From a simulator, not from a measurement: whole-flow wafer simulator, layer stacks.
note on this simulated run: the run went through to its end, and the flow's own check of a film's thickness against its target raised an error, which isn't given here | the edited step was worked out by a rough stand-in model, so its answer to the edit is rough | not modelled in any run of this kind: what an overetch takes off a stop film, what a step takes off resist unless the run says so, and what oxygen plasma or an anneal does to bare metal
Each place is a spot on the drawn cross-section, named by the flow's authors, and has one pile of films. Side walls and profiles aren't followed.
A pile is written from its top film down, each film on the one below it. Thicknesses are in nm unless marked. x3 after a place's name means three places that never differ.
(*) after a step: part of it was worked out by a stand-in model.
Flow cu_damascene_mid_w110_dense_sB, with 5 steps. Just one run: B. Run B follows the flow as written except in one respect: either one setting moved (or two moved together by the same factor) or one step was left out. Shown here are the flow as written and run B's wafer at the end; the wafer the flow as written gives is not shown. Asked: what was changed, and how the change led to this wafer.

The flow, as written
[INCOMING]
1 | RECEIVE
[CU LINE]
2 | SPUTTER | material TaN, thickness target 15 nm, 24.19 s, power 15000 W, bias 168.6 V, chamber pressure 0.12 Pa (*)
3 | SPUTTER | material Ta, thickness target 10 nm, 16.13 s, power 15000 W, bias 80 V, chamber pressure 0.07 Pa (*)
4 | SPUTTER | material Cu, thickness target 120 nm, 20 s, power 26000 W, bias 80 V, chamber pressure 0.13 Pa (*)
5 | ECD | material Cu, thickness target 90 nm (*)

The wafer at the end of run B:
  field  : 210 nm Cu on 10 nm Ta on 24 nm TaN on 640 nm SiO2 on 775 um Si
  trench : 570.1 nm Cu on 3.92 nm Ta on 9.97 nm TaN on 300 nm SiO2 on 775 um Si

What caused this: step 2, SPUTTER: thickness target 24 nm was run, though the flow has thickness target 15 nm; step 2, SPUTTER: 38.7 s was run, where the flow has 24.19 s.
One can read it off the wafer: field has TaN 24, and step 2 as written asks for 15 nm.

How this came from the change, step by step:
  2 | SPUTTER | material TaN, thickness target 15 nm, 24.19 s, power 15000 W, bias 168.6 V, chamber pressure 0.12 Pa (*)
      field: TaN gains 24 (new film) (it would be, as written: TaN gains 15 (new film))
      trench: TaN gains 9.97 (new film) (it would be, as written: TaN gains 6.23 (new film))
  4 | SPUTTER | material Cu, thickness target 120 nm, 20 s, power 26000 W, bias 80 V, chamber pressure 0.13 Pa (*)
      trench: Cu gains 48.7 (new film) (it would be, as written: Cu gains 49.9 (new film))
